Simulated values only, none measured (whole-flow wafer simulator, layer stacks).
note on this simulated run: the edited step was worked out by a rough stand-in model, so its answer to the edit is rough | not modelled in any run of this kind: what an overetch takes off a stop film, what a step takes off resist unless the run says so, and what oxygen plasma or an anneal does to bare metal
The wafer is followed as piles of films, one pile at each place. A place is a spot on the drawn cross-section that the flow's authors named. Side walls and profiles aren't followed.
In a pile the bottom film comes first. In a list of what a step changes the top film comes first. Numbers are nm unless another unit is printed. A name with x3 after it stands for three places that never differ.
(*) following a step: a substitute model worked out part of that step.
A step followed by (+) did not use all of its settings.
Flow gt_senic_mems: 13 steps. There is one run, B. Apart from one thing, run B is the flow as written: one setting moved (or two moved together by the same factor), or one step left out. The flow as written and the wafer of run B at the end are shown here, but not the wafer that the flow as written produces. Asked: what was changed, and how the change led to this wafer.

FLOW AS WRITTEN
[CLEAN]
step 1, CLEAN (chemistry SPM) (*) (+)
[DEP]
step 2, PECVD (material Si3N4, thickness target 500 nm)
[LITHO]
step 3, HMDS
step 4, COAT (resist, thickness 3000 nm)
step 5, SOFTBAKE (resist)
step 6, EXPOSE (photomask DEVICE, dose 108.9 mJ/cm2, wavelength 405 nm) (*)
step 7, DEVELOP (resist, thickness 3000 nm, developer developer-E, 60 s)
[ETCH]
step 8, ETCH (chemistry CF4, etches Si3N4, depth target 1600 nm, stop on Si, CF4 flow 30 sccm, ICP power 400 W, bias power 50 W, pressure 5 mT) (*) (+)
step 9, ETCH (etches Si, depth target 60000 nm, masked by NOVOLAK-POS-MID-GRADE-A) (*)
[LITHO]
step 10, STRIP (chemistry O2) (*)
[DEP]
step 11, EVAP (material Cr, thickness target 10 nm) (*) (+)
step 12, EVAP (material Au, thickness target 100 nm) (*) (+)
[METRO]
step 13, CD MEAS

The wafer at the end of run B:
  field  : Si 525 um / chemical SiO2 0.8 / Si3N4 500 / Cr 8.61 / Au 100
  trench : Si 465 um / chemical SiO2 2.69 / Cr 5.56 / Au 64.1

The reason: step 11, EVAP: thickness target 8.61 nm was run, though the flow has thickness target 10 nm.
The wafer itself shows it: field has Cr 8.61, and step 11 as written asks for 10 nm.

How this came from the change, step by step:
  step 11, EVAP (material Cr, thickness target 10 nm) (*) (+)
      field: Cr gains 8.61 (new film) (in the flow as written it would be: Cr gains 10 (new film))
      trench: Cr gains 5.56 (new film) (in the flow as written it would be: Cr gains 6.45 (new film))
